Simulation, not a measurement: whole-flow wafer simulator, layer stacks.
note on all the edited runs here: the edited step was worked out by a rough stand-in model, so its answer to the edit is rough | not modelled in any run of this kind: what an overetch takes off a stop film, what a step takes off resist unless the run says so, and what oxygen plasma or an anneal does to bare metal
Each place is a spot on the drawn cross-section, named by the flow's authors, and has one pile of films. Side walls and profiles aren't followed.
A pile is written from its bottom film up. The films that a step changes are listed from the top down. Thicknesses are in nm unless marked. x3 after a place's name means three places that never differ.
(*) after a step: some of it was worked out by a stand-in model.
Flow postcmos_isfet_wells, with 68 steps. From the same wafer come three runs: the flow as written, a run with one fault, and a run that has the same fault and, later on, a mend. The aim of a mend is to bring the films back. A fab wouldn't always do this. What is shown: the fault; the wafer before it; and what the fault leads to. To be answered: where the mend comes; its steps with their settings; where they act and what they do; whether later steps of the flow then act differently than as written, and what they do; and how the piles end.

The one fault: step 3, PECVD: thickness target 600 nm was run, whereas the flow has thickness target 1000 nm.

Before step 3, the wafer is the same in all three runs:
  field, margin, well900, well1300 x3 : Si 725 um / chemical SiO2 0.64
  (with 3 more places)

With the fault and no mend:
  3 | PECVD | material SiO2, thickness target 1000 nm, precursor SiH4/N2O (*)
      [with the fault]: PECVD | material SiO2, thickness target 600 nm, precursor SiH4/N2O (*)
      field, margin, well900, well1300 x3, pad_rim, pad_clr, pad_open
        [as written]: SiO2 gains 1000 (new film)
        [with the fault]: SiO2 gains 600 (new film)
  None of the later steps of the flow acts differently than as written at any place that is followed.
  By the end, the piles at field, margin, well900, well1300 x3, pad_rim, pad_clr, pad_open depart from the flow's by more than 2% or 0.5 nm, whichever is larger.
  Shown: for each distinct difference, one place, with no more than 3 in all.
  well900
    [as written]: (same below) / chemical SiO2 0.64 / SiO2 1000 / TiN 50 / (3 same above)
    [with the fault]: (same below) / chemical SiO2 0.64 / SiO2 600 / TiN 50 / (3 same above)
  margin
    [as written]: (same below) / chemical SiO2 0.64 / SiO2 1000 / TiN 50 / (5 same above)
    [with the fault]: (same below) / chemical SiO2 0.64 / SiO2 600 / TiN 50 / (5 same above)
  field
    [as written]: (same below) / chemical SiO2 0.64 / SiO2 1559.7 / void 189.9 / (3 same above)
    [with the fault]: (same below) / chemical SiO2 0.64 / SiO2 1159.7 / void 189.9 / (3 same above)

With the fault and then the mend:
  The mend stands after step 3.
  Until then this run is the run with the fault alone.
  3a | PECVD | material SiO2, thickness target 400 nm, precursor SiH4/N2O (*) (the flow's step 3, run once more with other settings)
      field, margin, well900, well1300 x3, pad_rim, pad_clr, pad_open
        SiO2 gains 400
  None of the later steps of the flow acts differently than as written at any place that is followed.
  The piles end the same as the flow's at every place that both follow.
